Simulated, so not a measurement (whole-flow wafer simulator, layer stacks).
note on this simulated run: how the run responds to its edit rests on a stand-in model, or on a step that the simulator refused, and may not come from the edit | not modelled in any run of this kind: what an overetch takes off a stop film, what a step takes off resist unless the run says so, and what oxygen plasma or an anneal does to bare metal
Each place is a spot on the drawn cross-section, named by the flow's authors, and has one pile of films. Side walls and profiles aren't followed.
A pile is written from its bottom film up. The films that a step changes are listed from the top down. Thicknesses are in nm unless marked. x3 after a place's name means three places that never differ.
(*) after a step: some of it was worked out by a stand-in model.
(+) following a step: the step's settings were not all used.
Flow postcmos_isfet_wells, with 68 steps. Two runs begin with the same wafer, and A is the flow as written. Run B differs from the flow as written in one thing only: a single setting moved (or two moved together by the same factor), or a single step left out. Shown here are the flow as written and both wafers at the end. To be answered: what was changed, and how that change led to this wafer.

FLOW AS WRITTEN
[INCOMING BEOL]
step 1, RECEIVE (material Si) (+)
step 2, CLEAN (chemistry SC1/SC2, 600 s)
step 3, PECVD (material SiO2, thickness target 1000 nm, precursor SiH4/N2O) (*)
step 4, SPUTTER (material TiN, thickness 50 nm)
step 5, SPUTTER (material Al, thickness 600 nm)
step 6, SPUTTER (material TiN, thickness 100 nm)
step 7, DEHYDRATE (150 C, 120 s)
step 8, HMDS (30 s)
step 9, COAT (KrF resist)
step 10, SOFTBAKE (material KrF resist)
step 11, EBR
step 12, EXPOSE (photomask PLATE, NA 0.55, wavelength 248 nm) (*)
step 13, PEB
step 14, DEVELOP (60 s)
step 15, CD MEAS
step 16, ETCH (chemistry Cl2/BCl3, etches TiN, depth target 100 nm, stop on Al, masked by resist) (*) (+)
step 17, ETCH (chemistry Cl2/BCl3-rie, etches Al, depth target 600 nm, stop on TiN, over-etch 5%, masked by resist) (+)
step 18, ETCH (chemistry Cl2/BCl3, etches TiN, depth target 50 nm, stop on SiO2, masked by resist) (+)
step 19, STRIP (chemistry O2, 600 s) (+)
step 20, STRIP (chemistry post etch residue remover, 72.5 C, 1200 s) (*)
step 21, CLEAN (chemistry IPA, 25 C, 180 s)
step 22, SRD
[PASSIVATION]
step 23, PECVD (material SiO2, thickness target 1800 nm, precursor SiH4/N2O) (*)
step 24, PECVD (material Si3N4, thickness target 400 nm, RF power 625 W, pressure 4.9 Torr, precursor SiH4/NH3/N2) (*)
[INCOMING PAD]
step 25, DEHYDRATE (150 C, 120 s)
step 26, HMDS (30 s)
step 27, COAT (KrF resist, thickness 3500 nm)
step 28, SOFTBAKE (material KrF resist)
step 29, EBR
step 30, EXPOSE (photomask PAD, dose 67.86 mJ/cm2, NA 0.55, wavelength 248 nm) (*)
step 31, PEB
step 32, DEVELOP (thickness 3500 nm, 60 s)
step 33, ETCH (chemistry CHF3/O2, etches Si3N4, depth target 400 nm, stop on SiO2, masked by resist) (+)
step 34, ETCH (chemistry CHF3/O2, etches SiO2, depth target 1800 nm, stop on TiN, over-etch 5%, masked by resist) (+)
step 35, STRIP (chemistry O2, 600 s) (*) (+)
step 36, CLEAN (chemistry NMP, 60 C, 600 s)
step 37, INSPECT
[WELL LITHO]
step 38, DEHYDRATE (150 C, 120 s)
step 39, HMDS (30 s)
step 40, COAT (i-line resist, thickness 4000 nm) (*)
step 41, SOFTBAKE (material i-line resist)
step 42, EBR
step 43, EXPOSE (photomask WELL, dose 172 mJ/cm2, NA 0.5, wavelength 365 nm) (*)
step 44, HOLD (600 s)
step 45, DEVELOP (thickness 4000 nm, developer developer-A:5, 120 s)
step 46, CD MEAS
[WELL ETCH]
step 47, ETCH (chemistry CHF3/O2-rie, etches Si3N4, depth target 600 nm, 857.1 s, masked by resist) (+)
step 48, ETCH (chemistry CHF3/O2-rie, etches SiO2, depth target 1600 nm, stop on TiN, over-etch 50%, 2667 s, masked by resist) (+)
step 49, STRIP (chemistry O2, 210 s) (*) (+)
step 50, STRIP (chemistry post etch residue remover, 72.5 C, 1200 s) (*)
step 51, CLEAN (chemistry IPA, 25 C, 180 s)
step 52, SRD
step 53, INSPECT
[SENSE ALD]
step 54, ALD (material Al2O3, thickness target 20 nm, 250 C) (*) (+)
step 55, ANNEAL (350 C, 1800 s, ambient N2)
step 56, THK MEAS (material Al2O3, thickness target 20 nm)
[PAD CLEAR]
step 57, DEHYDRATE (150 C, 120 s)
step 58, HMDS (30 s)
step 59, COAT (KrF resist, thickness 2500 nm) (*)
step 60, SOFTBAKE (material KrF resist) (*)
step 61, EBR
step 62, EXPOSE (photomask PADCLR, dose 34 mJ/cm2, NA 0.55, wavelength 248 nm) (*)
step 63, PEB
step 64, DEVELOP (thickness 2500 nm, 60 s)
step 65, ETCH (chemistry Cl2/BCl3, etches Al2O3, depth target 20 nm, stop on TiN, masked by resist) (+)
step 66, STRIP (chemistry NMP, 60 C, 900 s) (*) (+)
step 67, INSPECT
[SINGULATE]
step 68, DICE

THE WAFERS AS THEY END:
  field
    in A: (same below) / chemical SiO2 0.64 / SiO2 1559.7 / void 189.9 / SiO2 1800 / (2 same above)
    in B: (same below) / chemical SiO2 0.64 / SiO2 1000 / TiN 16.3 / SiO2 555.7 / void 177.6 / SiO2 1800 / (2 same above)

What caused this: step 18, ETCH: depth target 33.3 nm was run, though the flow has depth target 50 nm.

Step by step, how the change led to this:
  step 18, ETCH (chemistry Cl2/BCl3, etches TiN, depth target 50 nm, stop on SiO2, masked by resist) (+)
      field: A TiN loses 50 (all of it) | B TiN loses 33.3
      margin, well900, well1300, well2000, well3000, pad_rim, pad_clr, pad_open: A KrF resist loses 20 | B KrF resist loses 13.3
  step 23, PECVD (material SiO2, thickness target 1800 nm, precursor SiH4/N2O) (*)
      field: A SiO2 gains 1800 (new film), void gains 189.9 (new film), SiO2 gains 559.7 | B SiO2 gains 1800 (new film), void gains 177.6 (new film), SiO2 gains 555.7 (new film)
With metal films that touch counted as one body, field has 1 body; the flow as written gives 0 bodies.
